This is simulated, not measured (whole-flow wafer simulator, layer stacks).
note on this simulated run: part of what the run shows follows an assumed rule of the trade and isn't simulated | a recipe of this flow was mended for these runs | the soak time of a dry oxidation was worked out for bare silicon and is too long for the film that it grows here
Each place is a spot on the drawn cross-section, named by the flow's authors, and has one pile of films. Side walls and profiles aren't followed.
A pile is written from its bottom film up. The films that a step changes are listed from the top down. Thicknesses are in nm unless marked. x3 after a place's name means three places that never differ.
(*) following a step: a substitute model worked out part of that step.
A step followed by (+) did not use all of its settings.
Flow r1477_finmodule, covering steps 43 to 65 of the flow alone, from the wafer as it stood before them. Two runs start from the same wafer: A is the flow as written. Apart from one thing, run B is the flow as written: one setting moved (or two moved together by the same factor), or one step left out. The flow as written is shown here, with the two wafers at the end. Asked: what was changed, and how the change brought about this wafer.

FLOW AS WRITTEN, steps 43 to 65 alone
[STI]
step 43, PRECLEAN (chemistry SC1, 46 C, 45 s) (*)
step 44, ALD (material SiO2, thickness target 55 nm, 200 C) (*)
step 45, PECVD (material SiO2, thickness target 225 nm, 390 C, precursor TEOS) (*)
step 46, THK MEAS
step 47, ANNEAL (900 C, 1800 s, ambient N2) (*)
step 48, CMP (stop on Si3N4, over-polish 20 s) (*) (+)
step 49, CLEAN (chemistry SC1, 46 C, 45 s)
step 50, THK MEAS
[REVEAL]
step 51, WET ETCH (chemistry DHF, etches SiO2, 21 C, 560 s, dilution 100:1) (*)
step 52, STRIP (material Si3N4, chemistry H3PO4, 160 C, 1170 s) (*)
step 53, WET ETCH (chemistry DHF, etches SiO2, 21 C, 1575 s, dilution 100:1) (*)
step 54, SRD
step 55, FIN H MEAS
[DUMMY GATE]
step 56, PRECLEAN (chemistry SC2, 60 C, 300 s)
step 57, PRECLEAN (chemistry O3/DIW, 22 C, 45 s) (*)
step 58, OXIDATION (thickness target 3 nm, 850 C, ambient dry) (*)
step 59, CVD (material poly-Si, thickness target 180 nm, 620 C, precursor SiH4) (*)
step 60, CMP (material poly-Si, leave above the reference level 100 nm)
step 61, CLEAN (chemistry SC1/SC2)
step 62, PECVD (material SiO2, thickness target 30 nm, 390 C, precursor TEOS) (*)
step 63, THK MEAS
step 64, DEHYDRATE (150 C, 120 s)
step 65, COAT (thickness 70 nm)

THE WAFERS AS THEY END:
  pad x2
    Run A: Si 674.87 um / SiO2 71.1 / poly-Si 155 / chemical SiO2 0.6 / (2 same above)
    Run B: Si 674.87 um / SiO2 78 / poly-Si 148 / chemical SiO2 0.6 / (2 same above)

The reason: step 44, ALD: thickness target 165 nm was run, while the flow as written has thickness target 55 nm.

The path from the change to this, step by step:
  step 44, ALD (material SiO2, thickness target 55 nm, 200 C) (*)
      elg x8: A +55 SiO2 (new film) | B +165 SiO2 (new film)
      s40sg_line x6: A +55 SiO2 | B +165 SiO2
      (as well as at 2 more places)
  step 48, CMP (stop on Si3N4, over-polish 20 s) (*) (+)
      elg x8: A -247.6 SiO2 | B -357.6 SiO2
      s40sg_line x6: A -287 SiO2 (all of it), -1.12 Si3N4 | B -397 SiO2 (all of it), -1.12 Si3N4
      (as well as at 2 more places)
  step 53, WET ETCH (chemistry DHF, etches SiO2, 21 C, 1575 s, dilution 100:1) (*)
      pad x2: A -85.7 SiO2 | B -79.1 SiO2
  step 60, CMP (material poly-Si, leave above the reference level 100 nm)
      pad x2: A -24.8 poly-Si | B -31.7 poly-Si
